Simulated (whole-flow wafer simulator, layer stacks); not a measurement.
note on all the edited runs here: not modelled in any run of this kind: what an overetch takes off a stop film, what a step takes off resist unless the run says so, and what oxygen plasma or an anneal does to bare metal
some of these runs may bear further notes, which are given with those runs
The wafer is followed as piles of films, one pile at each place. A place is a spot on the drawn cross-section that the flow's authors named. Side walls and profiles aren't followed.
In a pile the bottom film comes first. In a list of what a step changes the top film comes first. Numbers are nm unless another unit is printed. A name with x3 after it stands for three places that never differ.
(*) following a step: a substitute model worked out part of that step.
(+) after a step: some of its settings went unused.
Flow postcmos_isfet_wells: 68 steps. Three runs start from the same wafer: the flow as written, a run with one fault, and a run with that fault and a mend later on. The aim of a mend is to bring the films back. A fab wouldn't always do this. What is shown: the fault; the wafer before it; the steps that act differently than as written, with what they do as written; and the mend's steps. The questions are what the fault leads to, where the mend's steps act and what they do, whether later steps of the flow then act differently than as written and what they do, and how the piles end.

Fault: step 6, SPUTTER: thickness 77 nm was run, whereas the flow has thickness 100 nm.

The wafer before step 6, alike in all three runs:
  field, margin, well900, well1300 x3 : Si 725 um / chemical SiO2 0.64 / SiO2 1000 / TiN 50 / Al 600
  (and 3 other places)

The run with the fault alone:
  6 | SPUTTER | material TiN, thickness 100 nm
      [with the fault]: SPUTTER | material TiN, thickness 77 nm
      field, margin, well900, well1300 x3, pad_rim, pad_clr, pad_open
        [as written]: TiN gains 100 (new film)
        [with the fault]: TiN gains 77 (new film)
  Steps further on in the flow that do not act as written:
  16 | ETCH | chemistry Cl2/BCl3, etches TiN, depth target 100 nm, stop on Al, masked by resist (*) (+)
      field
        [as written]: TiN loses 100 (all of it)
        [with the fault]: TiN loses 77 (all of it)
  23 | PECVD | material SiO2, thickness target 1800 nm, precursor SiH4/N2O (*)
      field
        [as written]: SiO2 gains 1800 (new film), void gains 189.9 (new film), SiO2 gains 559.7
        [with the fault]: SiO2 gains 1800 (new film), void gains 172.6 (new film), SiO2 gains 554
  At field, margin, well900, well1300 x3, pad_rim, pad_clr, pad_open, the piles at the end differ from the flow's by more than 2% or 0.5 nm, whichever is larger.
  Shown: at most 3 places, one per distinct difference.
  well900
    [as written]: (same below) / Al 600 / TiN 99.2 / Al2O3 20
    [with the fault]: (same below) / Al 600 / TiN 76.2 / Al2O3 20
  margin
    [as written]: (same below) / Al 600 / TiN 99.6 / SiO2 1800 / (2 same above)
    [with the fault]: (same below) / Al 600 / TiN 76.6 / SiO2 1800 / (2 same above)
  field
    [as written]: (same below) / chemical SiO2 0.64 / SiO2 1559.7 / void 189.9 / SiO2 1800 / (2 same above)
    [with the fault]: (same below) / chemical SiO2 0.64 / SiO2 1554 / void 172.6 / SiO2 1800 / (2 same above)

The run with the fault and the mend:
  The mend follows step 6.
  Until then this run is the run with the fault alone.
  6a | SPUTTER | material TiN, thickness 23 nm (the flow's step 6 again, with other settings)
      field, margin, well900, well1300 x3, pad_rim, pad_clr, pad_open
        TiN gains 23
  Every later step of the flow that is run acts as written at every place that is followed.
  At every place that both follow, the piles at the end match the flow's.
